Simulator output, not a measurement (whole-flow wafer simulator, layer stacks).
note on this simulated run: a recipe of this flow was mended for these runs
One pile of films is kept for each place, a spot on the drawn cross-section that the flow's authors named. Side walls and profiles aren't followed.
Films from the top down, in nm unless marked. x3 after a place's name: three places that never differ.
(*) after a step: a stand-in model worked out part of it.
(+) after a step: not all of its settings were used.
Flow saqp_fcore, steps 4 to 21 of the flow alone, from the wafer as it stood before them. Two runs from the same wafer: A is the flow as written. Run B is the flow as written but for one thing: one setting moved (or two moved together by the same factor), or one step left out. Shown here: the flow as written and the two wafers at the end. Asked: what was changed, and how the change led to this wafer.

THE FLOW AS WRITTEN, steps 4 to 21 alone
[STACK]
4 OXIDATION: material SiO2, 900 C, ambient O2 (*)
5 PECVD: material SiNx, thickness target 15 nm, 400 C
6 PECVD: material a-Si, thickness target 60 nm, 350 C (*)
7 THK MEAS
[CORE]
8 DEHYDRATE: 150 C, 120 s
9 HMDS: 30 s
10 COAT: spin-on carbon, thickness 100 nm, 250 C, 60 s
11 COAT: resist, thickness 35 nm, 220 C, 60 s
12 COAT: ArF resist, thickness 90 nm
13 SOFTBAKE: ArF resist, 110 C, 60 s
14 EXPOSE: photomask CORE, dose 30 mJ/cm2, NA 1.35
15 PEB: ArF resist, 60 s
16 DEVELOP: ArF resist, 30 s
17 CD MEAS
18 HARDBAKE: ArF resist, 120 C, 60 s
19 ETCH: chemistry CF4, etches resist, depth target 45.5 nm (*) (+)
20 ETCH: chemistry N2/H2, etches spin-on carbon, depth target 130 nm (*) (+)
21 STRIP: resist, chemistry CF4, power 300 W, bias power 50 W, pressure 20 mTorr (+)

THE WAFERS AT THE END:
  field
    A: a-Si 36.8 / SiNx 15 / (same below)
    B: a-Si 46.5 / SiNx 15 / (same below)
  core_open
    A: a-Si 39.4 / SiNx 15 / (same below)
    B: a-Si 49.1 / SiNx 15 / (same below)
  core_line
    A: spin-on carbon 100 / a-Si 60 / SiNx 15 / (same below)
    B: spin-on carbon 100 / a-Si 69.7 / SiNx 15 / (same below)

The cause: step 6, PECVD: thickness target 69.7 nm was run, where the flow has thickness target 60 nm.
It can be read off the wafer: core_line has a-Si 69.7, and step 6 as written asks for 60 nm.

How the change led to this, step by step:
  6 PECVD: material a-Si, thickness target 60 nm, 350 C (*)
      field, core_open, core_line: A a-Si +60 (new film) | B a-Si +69.7 (new film)
